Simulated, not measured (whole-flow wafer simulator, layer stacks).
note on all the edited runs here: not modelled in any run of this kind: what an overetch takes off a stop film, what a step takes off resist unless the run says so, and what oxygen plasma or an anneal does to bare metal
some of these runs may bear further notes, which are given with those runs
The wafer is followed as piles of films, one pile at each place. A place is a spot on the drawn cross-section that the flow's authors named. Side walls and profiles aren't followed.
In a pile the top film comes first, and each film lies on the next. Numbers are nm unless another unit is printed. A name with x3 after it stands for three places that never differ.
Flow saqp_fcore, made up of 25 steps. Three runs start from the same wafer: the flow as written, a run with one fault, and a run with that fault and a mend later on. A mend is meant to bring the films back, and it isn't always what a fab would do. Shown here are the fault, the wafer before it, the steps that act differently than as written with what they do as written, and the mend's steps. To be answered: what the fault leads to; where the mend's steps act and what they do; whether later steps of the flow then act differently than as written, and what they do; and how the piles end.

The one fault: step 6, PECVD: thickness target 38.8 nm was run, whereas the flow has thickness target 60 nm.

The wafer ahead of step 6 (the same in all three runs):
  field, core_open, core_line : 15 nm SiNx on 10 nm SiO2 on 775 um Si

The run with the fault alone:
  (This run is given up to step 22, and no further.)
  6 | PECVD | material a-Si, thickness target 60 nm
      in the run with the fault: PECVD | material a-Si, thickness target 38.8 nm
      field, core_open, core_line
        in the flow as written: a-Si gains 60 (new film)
        in the run with the fault: a-Si gains 38.8 (new film)
  Later steps of the flow up to step 22 that are run all act as written at every place that is followed.
  The piles after step 22 differ from the flow's at field, core_open, core_line by more than 2% or 0.5 nm, whichever is larger.
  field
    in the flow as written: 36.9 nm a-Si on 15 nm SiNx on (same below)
    in the run with the fault: 15.7 nm a-Si on 15 nm SiNx on (same below)
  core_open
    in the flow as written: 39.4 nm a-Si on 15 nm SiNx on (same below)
    in the run with the fault: 18.2 nm a-Si on 15 nm SiNx on (same below)
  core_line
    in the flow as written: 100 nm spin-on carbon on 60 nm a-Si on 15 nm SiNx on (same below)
    in the run with the fault: 100 nm spin-on carbon on 38.8 nm a-Si on 15 nm SiNx on (same below)

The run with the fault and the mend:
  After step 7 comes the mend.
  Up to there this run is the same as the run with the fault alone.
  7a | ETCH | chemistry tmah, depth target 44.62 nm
      field, core_open, core_line
        a-Si loses 38.8 (all of it)
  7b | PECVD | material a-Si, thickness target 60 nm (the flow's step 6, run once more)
      field, core_open, core_line
        a-Si gains 60 (new film)
  Later steps of the flow that are run all act as written at every place that is followed.
  By the end, the piles equal the flow's at every place that both follow.
